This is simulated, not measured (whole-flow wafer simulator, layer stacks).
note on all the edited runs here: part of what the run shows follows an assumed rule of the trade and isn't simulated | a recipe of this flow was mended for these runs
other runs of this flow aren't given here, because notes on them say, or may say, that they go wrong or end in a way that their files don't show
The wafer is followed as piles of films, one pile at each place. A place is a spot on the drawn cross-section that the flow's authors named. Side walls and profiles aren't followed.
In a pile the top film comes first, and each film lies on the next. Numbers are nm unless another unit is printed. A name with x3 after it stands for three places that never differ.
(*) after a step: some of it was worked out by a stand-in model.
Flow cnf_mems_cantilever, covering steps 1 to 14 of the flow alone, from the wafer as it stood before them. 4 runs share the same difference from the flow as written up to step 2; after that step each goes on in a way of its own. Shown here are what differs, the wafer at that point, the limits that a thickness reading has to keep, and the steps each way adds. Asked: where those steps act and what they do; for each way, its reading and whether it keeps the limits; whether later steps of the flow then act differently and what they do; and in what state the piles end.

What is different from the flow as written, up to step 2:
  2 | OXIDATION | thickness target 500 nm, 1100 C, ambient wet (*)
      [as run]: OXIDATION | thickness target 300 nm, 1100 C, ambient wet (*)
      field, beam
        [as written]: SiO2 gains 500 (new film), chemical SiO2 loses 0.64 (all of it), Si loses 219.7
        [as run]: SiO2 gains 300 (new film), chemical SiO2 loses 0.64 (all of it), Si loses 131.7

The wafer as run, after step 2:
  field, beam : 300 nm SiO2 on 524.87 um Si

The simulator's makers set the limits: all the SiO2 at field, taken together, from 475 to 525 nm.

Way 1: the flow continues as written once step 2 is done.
  Reading after step 2: 300 nm, not within the limits.
  Later steps of the flow that are run all act as written at every place that is followed.
  By the end, the piles at field, beam depart from the flow's by more than 2% or 0.5 nm, whichever is larger.
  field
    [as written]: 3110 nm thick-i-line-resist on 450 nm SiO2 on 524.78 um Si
    [this way]: 3110 nm thick-i-line-resist on 250 nm SiO2 on 524.87 um Si
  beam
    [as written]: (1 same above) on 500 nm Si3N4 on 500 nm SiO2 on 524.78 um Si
    [this way]: (1 same above) on 500 nm Si3N4 on 300 nm SiO2 on 524.87 um Si

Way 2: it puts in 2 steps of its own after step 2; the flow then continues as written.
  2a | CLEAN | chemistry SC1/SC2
      does not change any film at any place that is followed
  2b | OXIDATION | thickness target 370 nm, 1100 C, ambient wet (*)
      field, beam
        SiO2 gains 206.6, Si loses 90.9
  Reading after step 2b: 506.6 nm, inside the limits.
  Later steps of the flow that are run all act as written at every place that is followed.
  When the end is reached, the piles differ only a little from the flow's at the places that both follow, at most by 2% or 0.5 nm, whichever is larger.

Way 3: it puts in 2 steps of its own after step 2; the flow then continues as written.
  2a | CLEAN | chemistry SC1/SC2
      does not change any film at any place that is followed
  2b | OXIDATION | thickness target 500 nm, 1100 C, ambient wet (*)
      field, beam
        SiO2 gains 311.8, Si loses 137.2
  Reading after step 2b: 611.8 nm, not within the limits.
  Later steps of the flow that are run all act as written at every place that is followed.
  By the end, the piles at field, beam depart from the flow's by more than 2% or 0.5 nm, whichever is larger.
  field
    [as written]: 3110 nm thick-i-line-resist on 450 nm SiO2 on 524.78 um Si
    [this way]: 3110 nm thick-i-line-resist on 561.8 nm SiO2 on 524.73 um Si
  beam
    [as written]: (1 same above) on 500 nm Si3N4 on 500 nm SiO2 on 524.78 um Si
    [this way]: (1 same above) on 500 nm Si3N4 on 611.8 nm SiO2 on 524.73 um Si

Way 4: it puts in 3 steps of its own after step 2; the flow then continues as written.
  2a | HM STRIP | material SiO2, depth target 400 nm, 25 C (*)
      field, beam
        SiO2 loses 300 (all of it)
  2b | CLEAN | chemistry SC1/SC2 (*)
      field, beam
        chemical SiO2 gains 0.6 (new film), Si loses 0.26
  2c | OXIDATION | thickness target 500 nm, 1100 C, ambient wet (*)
      field, beam
        SiO2 gains 500 (new film), chemical SiO2 loses 0.6 (all of it), Si loses 219.7
  Reading after step 2c: 500 nm, inside the limits.
  Later steps of the flow that are run all act as written at every place that is followed.
  When the end is reached, the piles differ only a little from the flow's at the places that both follow, at most by 2% or 0.5 nm, whichever is larger.

Inside the limits: way 2, way 4. Outside the limits: way 1, way 3.
